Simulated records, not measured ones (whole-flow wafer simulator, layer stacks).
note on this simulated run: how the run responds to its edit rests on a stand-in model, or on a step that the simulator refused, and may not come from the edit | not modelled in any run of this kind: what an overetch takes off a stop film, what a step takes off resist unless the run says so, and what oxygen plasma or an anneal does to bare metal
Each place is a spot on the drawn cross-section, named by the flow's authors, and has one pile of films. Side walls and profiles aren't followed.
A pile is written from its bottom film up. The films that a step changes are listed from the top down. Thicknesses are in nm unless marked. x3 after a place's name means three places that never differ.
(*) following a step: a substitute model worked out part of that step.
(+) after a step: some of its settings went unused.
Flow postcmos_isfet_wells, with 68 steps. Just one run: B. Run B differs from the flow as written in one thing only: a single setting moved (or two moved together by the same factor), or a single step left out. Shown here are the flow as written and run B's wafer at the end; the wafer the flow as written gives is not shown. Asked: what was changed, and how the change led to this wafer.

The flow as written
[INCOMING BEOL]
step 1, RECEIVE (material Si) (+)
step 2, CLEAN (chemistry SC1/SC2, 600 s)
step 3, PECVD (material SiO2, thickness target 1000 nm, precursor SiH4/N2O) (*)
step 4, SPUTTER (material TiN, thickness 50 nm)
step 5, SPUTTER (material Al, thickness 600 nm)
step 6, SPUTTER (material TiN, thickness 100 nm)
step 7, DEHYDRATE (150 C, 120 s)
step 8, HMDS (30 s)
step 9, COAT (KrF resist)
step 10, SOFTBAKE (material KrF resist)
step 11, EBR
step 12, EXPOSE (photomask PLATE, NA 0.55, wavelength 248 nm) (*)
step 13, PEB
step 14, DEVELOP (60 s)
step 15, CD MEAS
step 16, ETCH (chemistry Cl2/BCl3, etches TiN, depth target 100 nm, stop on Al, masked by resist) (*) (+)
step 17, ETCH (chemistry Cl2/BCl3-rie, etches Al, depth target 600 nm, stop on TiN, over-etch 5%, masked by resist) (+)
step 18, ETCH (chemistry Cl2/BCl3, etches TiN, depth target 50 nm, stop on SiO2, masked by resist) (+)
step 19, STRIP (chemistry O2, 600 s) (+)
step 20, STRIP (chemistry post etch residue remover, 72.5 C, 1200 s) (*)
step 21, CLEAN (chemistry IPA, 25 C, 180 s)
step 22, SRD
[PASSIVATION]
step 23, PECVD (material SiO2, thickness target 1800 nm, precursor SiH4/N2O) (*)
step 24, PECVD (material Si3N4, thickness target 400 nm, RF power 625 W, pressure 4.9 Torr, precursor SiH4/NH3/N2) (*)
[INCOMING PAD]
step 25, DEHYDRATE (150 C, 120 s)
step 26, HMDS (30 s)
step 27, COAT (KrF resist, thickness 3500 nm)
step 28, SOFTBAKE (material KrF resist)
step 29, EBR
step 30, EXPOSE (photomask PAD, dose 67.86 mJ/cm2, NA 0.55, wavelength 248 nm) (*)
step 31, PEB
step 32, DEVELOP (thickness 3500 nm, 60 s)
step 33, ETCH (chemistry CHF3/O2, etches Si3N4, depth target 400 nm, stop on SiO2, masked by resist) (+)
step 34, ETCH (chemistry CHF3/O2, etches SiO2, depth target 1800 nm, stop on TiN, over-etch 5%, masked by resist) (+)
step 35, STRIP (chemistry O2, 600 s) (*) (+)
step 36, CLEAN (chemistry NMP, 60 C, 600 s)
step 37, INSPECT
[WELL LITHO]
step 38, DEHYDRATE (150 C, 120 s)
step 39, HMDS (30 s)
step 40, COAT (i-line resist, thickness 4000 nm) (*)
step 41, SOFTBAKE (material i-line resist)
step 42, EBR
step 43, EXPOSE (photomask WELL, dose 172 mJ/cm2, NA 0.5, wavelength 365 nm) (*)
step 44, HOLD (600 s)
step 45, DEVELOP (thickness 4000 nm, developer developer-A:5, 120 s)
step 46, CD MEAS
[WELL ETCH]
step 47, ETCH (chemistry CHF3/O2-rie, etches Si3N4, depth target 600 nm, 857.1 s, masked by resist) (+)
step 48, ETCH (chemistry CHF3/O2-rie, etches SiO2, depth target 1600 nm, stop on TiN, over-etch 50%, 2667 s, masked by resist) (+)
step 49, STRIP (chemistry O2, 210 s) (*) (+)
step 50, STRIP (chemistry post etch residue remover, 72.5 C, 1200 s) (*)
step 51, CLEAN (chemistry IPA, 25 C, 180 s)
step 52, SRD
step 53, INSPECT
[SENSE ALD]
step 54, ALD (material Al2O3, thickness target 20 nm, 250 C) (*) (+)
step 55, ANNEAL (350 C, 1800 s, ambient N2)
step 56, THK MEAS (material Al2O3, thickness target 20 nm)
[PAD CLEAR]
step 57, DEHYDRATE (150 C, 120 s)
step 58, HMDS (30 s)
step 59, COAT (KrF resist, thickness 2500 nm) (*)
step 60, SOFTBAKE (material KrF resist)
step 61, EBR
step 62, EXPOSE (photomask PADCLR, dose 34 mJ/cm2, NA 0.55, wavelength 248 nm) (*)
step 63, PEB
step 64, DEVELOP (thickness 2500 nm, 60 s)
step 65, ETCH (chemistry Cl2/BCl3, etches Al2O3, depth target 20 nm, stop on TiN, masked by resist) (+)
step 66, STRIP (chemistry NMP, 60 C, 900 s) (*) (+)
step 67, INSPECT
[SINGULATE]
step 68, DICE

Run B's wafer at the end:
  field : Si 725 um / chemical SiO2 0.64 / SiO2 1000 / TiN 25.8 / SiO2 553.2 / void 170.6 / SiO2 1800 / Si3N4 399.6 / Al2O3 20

Cause: step 18, ETCH: depth target 23.8 nm was run, while the flow as written has depth target 50 nm.

How this came from the change, step by step:
  step 18, ETCH (chemistry Cl2/BCl3, etches TiN, depth target 50 nm, stop on SiO2, masked by resist) (+)
      field: -23.8 TiN (as written it would have been: -50 TiN (all of it))
      margin, well900, well1300 x3, pad_rim, pad_clr, pad_open: -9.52 KrF resist (as written it would have been: -20 KrF resist)
  step 23, PECVD (material SiO2, thickness target 1800 nm, precursor SiH4/N2O) (*)
      field: +1800 SiO2 (new film), +170.6 void (new film), +553.2 SiO2 (new film) (as written it would have been: +1800 SiO2 (new film), +189.9 void (new film), +559.7 SiO2)
With metal films that touch counted as one body, field has 1 body; the flow as written gives 0 bodies.
